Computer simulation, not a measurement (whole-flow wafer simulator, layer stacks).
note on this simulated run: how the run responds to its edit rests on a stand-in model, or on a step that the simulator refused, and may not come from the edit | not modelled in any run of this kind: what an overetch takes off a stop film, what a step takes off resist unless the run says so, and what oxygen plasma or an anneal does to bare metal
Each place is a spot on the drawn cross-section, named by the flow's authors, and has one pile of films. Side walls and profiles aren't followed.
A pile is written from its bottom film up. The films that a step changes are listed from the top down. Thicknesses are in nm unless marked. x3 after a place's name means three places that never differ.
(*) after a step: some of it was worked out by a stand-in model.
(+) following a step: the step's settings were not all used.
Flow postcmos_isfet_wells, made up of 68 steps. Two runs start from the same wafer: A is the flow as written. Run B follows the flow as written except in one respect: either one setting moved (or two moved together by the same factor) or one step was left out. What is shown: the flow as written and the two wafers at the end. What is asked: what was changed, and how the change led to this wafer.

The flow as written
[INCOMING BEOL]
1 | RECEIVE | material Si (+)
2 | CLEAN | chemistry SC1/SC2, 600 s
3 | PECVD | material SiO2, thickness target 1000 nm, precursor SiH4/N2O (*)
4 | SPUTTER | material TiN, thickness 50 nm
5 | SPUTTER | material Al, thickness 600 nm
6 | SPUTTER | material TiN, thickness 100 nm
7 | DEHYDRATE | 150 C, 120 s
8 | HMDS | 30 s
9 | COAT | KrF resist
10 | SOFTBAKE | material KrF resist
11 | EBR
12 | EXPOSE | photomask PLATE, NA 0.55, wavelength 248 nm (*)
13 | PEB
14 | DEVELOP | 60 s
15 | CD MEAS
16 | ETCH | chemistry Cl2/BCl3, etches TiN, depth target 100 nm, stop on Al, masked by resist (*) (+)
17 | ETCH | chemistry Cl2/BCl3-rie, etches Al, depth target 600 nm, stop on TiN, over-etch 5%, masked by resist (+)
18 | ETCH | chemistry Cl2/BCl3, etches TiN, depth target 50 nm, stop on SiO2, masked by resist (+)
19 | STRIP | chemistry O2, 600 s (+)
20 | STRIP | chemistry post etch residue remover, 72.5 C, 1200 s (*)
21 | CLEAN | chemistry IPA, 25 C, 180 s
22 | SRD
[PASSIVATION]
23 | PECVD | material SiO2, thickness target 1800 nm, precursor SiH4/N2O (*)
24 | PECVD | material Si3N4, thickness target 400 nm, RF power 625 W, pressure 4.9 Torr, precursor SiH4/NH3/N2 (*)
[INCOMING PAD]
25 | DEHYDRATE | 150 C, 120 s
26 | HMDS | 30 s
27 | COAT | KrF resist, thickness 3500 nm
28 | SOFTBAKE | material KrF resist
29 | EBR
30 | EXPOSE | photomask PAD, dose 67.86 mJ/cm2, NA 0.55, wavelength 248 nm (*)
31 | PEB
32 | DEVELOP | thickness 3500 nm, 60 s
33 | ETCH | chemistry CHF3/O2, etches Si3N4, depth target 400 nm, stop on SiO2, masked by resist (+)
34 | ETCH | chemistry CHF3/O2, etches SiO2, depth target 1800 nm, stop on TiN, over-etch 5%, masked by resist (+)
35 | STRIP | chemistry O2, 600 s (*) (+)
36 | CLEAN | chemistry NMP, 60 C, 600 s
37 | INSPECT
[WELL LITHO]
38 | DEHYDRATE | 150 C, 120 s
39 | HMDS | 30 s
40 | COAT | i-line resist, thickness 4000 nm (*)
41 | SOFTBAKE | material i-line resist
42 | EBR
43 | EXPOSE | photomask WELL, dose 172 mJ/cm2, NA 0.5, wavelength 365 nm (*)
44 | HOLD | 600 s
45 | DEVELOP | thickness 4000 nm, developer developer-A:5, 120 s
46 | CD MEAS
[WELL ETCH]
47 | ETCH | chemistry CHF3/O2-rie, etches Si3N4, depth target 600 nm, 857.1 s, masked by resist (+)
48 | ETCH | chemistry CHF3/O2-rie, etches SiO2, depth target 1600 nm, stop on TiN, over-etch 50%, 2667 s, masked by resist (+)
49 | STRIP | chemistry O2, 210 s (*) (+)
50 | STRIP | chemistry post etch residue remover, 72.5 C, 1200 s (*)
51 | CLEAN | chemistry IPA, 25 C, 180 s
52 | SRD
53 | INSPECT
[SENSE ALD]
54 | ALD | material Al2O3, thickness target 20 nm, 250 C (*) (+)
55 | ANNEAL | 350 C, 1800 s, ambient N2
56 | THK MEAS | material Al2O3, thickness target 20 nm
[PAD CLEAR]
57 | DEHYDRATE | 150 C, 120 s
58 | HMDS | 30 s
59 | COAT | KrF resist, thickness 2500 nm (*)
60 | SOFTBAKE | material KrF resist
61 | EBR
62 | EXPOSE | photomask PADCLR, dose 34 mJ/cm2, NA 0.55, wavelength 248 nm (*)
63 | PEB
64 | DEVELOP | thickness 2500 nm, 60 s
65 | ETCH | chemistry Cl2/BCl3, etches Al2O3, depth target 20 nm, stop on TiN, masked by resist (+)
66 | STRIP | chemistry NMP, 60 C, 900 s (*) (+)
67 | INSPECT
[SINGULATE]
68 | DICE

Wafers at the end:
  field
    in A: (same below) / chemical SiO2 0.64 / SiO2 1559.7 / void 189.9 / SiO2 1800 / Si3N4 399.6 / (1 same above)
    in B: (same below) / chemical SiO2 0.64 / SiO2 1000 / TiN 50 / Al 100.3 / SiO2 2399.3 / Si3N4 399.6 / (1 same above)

What caused this: step 17, ETCH: depth target 444 nm was run, whereas the flow has depth target 600 nm.

Step by step, how the change led to this:
  17 | ETCH | chemistry Cl2/BCl3-rie, etches Al, depth target 600 nm, stop on TiN, over-etch 5%, masked by resist (+)
      field: A Al loses 600 (all of it) | B Al loses 444
      margin, well900, well1300 x3, pad_rim, pad_clr, pad_open: A KrF resist loses 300 | B KrF resist loses 222
  18 | ETCH | chemistry Cl2/BCl3, etches TiN, depth target 50 nm, stop on SiO2, masked by resist (+)
      field: A TiN loses 50 (all of it) | B Al loses 50
  19 | STRIP | chemistry O2, 600 s (+)
      margin, well900, well1300 x3, pad_rim, pad_clr, pad_open: A KrF resist loses 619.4 (all of it) | B KrF resist loses 697.4 (all of it)
  20 | STRIP | chemistry post etch residue remover, 72.5 C, 1200 s (*)
      field: A nothing | B Al loses 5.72
  23 | PECVD | material SiO2, thickness target 1800 nm, precursor SiH4/N2O (*)
      field: A SiO2 gains 1800 (new film), void gains 189.9 (new film), SiO2 gains 559.7 | B SiO2 gains 2399.3 (new film)
With metal films that touch counted as one body, field has 1 body; the flow as written gives 0 bodies.
